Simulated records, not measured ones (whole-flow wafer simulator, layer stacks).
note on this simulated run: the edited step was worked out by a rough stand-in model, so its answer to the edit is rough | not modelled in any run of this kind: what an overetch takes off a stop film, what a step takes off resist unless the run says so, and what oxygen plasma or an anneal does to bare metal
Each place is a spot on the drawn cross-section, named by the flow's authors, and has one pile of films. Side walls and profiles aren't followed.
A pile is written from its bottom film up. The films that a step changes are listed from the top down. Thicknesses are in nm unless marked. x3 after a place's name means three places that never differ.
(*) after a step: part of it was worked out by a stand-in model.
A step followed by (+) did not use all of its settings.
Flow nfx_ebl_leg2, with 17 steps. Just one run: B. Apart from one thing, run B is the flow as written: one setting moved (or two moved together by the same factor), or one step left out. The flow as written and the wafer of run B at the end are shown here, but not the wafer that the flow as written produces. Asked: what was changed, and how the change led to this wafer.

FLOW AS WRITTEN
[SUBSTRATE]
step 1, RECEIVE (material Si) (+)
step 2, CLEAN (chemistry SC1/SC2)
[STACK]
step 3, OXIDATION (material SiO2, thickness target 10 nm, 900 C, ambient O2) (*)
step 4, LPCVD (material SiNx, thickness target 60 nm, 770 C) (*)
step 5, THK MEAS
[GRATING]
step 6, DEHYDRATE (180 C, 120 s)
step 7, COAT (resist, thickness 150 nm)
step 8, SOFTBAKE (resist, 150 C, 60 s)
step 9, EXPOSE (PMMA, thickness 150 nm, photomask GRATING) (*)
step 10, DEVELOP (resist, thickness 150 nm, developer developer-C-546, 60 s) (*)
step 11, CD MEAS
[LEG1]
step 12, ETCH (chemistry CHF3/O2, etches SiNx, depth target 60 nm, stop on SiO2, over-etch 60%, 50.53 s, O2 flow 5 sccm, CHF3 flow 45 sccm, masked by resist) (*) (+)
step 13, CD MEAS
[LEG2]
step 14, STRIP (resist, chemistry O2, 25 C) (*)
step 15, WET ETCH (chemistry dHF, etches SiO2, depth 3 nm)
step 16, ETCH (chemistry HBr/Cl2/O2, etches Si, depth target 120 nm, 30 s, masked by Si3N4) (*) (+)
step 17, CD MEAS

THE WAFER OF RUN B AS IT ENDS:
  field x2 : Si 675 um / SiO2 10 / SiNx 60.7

The reason: step 4, LPCVD: thickness target 67.5 nm was run, while the flow as written has thickness target 60 nm.

How this came from the change, step by step:
  step 4, LPCVD (material SiNx, thickness target 60 nm, 770 C) (*)
      field x2, pad x2: +67.5 SiNx (new film) (it would be, as written: +60 SiNx (new film))
  step 12, ETCH (chemistry CHF3/O2, etches SiNx, depth target 60 nm, stop on SiO2, over-etch 60%, 50.53 s, O2 flow 5 sccm, CHF3 flow 45 sccm, masked by resist) (*) (+)
      pad x2: -67.5 SiNx (all of it), -10 SiO2 (all of it) (it would be, as written: -60 SiNx (all of it), -10 SiO2 (all of it))
